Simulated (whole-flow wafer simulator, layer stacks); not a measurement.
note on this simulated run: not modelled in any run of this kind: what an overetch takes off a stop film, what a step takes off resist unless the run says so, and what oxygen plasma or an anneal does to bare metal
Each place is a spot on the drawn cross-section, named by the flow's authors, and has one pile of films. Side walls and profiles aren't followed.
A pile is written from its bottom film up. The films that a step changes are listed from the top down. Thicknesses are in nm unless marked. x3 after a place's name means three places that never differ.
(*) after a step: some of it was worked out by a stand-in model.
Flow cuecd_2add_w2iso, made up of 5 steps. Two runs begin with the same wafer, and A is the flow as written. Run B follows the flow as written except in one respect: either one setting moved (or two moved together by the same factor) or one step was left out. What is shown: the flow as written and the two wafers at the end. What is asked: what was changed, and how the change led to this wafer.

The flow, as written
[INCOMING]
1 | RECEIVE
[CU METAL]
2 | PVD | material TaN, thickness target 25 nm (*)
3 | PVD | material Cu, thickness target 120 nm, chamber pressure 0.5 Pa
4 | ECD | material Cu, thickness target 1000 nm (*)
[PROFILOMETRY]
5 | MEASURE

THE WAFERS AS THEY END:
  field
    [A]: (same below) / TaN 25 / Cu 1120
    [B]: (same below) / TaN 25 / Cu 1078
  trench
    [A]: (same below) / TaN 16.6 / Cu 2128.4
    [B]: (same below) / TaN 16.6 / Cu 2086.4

The reason: step 3, PVD: thickness target 78 nm was run, while the flow as written has thickness target 120 nm.

The path from the change to this, step by step:
  3 | PVD | material Cu, thickness target 120 nm, chamber pressure 0.5 Pa
      field: A +120 Cu (new film) | B +78 Cu (new film)
      trench: A +80.8 Cu (new film) | B +52.7 Cu (new film)
